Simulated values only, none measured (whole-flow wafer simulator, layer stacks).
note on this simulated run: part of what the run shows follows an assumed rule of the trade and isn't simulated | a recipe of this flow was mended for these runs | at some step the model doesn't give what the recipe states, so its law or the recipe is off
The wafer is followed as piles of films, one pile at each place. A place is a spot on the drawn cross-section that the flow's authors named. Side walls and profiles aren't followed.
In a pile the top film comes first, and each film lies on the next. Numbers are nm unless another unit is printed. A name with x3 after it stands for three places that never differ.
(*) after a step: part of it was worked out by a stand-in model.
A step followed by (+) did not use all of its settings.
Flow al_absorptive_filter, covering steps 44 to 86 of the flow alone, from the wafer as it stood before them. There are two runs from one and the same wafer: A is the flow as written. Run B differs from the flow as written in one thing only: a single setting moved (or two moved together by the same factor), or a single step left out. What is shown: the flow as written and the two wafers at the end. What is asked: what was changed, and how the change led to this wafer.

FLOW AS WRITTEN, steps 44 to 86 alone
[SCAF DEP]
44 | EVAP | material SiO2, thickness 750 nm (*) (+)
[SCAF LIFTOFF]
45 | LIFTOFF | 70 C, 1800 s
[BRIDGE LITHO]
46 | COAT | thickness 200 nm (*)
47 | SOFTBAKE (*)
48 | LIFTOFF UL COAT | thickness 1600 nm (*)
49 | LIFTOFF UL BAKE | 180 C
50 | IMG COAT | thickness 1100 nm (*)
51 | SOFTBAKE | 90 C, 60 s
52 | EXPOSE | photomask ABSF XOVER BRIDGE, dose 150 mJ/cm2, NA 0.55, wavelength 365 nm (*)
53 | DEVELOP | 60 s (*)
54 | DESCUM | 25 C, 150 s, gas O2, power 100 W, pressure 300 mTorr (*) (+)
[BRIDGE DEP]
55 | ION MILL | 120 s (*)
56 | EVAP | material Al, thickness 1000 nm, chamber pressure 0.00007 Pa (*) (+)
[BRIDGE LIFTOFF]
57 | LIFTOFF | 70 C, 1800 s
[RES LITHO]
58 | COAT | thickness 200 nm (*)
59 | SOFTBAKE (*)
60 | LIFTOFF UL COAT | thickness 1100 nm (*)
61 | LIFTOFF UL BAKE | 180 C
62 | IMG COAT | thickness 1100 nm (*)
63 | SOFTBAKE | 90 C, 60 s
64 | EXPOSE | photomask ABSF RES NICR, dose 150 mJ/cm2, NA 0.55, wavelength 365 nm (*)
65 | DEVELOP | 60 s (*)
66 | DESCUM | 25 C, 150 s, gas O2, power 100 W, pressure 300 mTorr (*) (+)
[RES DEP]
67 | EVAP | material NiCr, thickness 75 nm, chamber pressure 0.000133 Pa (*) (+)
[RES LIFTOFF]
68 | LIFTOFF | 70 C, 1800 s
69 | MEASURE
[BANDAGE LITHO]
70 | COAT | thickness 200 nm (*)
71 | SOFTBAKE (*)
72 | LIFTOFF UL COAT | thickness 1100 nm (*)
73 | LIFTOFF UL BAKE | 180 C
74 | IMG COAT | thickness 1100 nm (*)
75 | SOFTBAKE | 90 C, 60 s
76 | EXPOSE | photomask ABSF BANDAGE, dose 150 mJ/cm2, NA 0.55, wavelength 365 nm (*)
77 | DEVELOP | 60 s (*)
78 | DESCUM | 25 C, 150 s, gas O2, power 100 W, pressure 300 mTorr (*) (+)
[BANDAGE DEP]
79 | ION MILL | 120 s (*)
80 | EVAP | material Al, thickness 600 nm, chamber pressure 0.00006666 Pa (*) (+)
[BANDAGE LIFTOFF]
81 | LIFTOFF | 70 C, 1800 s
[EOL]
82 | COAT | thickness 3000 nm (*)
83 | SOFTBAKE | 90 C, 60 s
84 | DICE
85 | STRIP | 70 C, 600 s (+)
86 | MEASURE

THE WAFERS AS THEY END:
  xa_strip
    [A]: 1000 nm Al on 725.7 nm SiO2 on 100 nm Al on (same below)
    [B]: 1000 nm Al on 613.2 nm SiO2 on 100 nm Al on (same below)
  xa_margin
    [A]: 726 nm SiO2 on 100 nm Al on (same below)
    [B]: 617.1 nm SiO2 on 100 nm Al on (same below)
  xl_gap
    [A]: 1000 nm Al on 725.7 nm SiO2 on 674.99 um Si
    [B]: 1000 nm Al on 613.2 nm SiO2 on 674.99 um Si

Cause: step 44, EVAP: thickness 637.5 nm was run, while the flow as written has thickness 750 nm.

Step by step, how the change led to this:
  44 | EVAP | material SiO2, thickness 750 nm (*) (+)
      gnd, pad_far, pad_near and 10 more: A +750 SiO2 (new film) | B +637.5 SiO2 (new film)
      xa_margin: A +726 SiO2 (new film) | B +617.1 SiO2 (new film)
  45 | LIFTOFF | 70 C, 1800 s
      gnd, xa_field, xl_land, idc_field: A -750 SiO2 (all of it), -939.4 i-line-resist (all of it), -1100 lift-off-underlayer (all of it), -200 acrylic-e-beam-resist (all of it) | B -637.5 SiO2 (all of it), -939.4 i-line-resist (all of it), -1100 lift-off-underlayer (all of it), -200 acrylic-e-beam-resist (all of it)
      pad_far: A -750 SiO2 (all of it), -937 i-line-resist (all of it), -1092.7 lift-off-underlayer (all of it), -198.5 acrylic-e-beam-resist (all of it) | B -637.5 SiO2 (all of it), -937 i-line-resist (all of it), -1092.7 lift-off-underlayer (all of it), -198.5 acrylic-e-beam-resist (all of it)
      (as well as at 5 more places)
  46 | COAT | thickness 200 nm (*)
      xa_margin: A +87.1 acrylic-e-beam-resist (new film) | B +90.9 acrylic-e-beam-resist (new film)
      xa_strip: A +156.7 acrylic-e-beam-resist (new film) | B +165.8 acrylic-e-beam-resist (new film)
      (as well as at 2 more places)
  48 | LIFTOFF UL COAT | thickness 1600 nm (*)
      xa_margin: A +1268 lift-off-underlayer (new film) | B +1324.4 lift-off-underlayer (new film)
      xa_strip: A +1219 lift-off-underlayer (new film) | B +1266.2 lift-off-underlayer (new film)
      (as well as at 2 more places)
  50 | IMG COAT | thickness 1100 nm (*)
      xa_strip: A +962 i-line-resist (new film) | B +986.8 i-line-resist (new film)
      xl_turn: A +969.7 i-line-resist (new film) | B +994.2 i-line-resist (new film)
  53 | DEVELOP | 60 s (*)
      xa_strip: A -960.1 i-line-resist (all of it), -1219 lift-off-underlayer (all of it) | B -985.2 i-line-resist (all of it), -1266.2 lift-off-underlayer (all of it)
      xl_gap: A -1001.2 i-line-resist (all of it), -1316.9 lift-off-underlayer (all of it) | B -1020.3 i-line-resist (all of it), -1372 lift-off-underlayer (all of it)
      (as well as at 1 more place)
  54 | DESCUM | 25 C, 150 s, gas O2, power 100 W, pressure 300 mTorr (*) (+)
      xa_strip: A -156.7 acrylic-e-beam-resist (all of it) | B -165.8 acrylic-e-beam-resist (all of it)
      xl_gap: A -97.9 acrylic-e-beam-resist (all of it) | B -107.8 acrylic-e-beam-resist (all of it)
      (as well as at 1 more place)
  57 | LIFTOFF | 70 C, 1800 s
      xa_margin: A -1000 Al (all of it), -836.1 i-line-resist (all of it), -1268 lift-off-underlayer (all of it), -87.1 acrylic-e-beam-resist (all of it) | B -1000 Al (all of it), -856.7 i-line-resist (all of it), -1324.4 lift-off-underlayer (all of it), -90.9 acrylic-e-beam-resist (all of it)
  58 | COAT | thickness 200 nm (*)
      xa_margin: A +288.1 acrylic-e-beam-resist (new film) | B +306.7 acrylic-e-beam-resist (new film)
      xa_strip: A +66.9 acrylic-e-beam-resist (new film) | B +72.2 acrylic-e-beam-resist (new film)
      (as well as at 2 more places)
  60 | LIFTOFF UL COAT | thickness 1100 nm (*)
      xa_margin: A +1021 lift-off-underlayer (new film) | B +1043.8 lift-off-underlayer (new film)
      xa_strip: A +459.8 lift-off-underlayer (new film) | B +483.3 lift-off-underlayer (new film)
      (as well as at 2 more places)
  62 | IMG COAT | thickness 1100 nm (*)
      xa_margin: A +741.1 i-line-resist (new film) | B +772 i-line-resist (new film)
      xa_strip: A +577.9 i-line-resist (new film) | B +619.3 i-line-resist (new film)
      (as well as at 2 more places)
  68 | LIFTOFF | 70 C, 1800 s
      xa_margin: A -75 NiCr (all of it), -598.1 i-line-resist (all of it), -1021 lift-off-underlayer (all of it), -288.1 acrylic-e-beam-resist (all of it) | B -75 NiCr (all of it), -629.1 i-line-resist (all of it), -1043.8 lift-off-underlayer (all of it), -306.7 acrylic-e-beam-resist (all of it)
      xa_strip: A -75 NiCr (all of it), -433.3 i-line-resist (all of it), -459.8 lift-off-underlayer (all of it), -66.9 acrylic-e-beam-resist (all of it) | B -75 NiCr (all of it), -474.7 i-line-resist (all of it), -483.3 lift-off-underlayer (all of it), -72.2 acrylic-e-beam-resist (all of it)
      (as well as at 2 more places)
  70 | COAT | thickness 200 nm (*)
      xa_margin: A +288.1 acrylic-e-beam-resist (new film) | B +306.7 acrylic-e-beam-resist (new film)
      xa_strip: A +66.9 acrylic-e-beam-resist (new film) | B +72.2 acrylic-e-beam-resist (new film)
      (as well as at 2 more places)
  72 | LIFTOFF UL COAT | thickness 1100 nm (*)
      xa_margin: A +1021 lift-off-underlayer (new film) | B +1043.8 lift-off-underlayer (new film)
      xa_strip: A +459.8 lift-off-underlayer (new film) | B +483.3 lift-off-underlayer (new film)
      (as well as at 2 more places)
  74 | IMG COAT | thickness 1100 nm (*)
      xa_margin: A +741.1 i-line-resist (new film) | B +772 i-line-resist (new film)
      xa_strip: A +577.9 i-line-resist (new film) | B +619.3 i-line-resist (new film)
      (as well as at 2 more places)
  81 | LIFTOFF | 70 C, 1800 s
      xa_margin: A -600 Al (all of it), -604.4 i-line-resist (all of it), -1021 lift-off-underlayer (all of it), -288.1 acrylic-e-beam-resist (all of it) | B -600 Al (all of it), -635.5 i-line-resist (all of it), -1043.8 lift-off-underlayer (all of it), -306.7 acrylic-e-beam-resist (all of it)
      xa_strip: A -600 Al (all of it), -439.6 i-line-resist (all of it), -459.8 lift-off-underlayer (all of it), -66.9 acrylic-e-beam-resist (all of it) | B -600 Al (all of it), -481 i-line-resist (all of it), -483.3 lift-off-underlayer (all of it), -72.2 acrylic-e-beam-resist (all of it)
      (as well as at 2 more places)
  ... 2 other steps ...
  85 | STRIP | 70 C, 600 s (+)
      xa_margin: A -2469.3 i-line-resist (all of it) | B -2558.4 i-line-resist (all of it)
      xa_strip: A -1477 i-line-resist (all of it) | B -1568.5 i-line-resist (all of it)
      (as well as at 2 more places)
